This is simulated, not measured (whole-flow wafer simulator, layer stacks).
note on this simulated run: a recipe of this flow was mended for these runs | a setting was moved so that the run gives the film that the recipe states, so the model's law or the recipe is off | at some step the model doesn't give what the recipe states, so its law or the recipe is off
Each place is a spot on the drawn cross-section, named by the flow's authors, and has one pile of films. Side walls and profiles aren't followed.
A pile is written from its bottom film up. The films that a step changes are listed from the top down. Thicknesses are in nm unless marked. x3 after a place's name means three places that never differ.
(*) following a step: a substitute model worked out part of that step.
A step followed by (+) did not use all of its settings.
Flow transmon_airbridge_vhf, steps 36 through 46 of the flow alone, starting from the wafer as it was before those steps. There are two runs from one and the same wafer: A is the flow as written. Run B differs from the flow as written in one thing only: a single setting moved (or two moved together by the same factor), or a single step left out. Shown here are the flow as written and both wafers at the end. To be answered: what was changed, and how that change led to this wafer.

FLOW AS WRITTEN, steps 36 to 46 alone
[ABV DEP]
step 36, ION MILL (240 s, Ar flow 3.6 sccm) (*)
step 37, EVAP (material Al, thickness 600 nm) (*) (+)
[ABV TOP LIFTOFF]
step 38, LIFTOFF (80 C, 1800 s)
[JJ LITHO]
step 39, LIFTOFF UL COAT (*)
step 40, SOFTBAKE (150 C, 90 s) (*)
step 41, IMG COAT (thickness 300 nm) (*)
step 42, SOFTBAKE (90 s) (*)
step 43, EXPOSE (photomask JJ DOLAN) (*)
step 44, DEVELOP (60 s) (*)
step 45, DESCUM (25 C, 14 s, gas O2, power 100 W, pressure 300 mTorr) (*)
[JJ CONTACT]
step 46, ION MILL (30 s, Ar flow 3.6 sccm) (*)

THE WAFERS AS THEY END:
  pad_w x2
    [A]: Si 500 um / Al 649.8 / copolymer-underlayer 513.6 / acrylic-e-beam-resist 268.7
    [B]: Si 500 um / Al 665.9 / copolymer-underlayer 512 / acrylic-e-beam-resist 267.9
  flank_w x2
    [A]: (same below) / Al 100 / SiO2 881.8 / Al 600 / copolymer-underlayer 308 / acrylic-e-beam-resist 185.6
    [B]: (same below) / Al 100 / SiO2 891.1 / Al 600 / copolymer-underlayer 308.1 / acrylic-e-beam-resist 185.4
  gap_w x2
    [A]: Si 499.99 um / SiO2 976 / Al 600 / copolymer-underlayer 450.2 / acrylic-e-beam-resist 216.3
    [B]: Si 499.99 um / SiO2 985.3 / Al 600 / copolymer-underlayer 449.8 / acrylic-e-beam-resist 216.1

The reason: step 36, ION MILL: 147 s was run, though the flow has 240 s.

Step by step, how the change led to this:
  step 36, ION MILL (240 s, Ar flow 3.6 sccm) (*)
      field x3, jj_line, ground_far, trace_open_s x2, margin_s, margin_n: A i-line-resist loses 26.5 | B i-line-resist loses 16.2
      flank_w x2, gap_w x2, cpw_trace, bridge_strip: A SiO2 loses 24 | B SiO2 loses 14.7
      (as well as at 2 more places)
  step 38, LIFTOFF (80 C, 1800 s)
      margin_s, margin_n: A Al loses 600 (all of it), i-line-resist loses 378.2 (all of it), lift-off-underlayer loses 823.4 (all of it), acrylic-e-beam-resist loses 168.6 (all of it) | B Al loses 600 (all of it), i-line-resist loses 388.5 (all of it), lift-off-underlayer loses 823.4 (all of it), acrylic-e-beam-resist loses 168.6 (all of it)
